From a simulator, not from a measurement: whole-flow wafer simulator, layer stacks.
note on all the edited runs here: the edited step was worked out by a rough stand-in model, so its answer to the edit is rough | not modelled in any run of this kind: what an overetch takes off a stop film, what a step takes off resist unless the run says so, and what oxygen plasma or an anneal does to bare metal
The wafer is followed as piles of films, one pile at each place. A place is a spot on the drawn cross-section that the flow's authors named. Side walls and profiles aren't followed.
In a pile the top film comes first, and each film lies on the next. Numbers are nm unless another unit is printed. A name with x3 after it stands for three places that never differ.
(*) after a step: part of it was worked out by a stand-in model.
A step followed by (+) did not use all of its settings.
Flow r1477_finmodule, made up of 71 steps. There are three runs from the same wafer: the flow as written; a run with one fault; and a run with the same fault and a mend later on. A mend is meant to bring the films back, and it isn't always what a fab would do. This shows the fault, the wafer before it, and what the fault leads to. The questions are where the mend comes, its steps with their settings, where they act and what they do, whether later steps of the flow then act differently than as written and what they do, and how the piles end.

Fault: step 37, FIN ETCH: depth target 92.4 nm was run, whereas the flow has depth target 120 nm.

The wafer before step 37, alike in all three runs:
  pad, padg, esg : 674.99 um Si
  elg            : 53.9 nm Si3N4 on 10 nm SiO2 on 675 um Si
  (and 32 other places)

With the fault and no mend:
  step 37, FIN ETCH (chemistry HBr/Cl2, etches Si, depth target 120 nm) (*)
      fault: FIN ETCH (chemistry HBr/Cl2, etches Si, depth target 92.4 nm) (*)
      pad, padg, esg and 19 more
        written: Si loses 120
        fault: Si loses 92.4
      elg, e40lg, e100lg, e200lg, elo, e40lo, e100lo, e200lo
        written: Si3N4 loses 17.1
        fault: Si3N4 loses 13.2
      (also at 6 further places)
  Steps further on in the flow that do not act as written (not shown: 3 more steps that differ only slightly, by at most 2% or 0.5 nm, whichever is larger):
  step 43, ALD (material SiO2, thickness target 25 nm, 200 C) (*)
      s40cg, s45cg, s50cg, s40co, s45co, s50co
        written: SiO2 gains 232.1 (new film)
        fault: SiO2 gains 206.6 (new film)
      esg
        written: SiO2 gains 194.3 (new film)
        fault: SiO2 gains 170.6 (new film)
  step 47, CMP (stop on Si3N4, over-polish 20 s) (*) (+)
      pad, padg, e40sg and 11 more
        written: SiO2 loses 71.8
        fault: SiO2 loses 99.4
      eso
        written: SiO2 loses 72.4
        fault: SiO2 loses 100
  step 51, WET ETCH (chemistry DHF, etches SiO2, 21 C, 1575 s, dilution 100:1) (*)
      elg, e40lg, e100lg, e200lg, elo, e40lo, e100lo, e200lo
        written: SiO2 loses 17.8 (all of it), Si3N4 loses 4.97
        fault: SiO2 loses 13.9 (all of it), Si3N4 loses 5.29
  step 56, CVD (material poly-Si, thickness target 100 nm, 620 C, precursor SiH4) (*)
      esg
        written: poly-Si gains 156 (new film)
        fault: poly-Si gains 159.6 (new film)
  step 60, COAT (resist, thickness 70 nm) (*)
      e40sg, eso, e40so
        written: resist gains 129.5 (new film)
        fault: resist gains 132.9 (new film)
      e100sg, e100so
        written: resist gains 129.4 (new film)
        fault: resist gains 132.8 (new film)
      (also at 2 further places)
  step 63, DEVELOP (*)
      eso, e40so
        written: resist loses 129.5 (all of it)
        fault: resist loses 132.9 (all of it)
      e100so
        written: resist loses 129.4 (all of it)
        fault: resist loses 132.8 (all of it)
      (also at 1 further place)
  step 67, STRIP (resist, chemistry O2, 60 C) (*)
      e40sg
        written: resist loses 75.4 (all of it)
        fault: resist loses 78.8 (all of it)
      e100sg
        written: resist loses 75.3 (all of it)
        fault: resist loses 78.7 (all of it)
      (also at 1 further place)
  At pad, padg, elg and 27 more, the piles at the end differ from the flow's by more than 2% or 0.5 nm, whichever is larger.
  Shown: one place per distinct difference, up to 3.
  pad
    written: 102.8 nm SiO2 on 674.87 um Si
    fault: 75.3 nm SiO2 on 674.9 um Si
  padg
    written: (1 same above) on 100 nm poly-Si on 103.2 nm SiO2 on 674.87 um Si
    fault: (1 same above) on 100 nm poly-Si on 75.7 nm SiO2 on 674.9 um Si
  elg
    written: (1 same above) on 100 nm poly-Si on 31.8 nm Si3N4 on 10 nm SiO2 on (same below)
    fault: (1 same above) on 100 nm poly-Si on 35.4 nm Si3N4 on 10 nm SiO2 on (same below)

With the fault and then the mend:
  The mend follows step 38.
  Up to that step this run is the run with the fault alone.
  step 38a, FIN ETCH (chemistry HBr/Cl2, etches Si, depth target 27.6 nm) (*) (the flow's step 37 again, with other settings)
      pad, padg, esg and 19 more
        Si loses 27.6
      elg, e40lg, e100lg, e200lg, elo, e40lo, e100lo, e200lo
        Si3N4 loses 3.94
      s40sg_line, s45sg_line, s50sg_line, s40so_line, s45so_line, s50so_line
        SiO2 loses 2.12
  Later steps of the flow that are run all act as written at every place that is followed.
  The piles end the same as the flow's at every place that both follow.
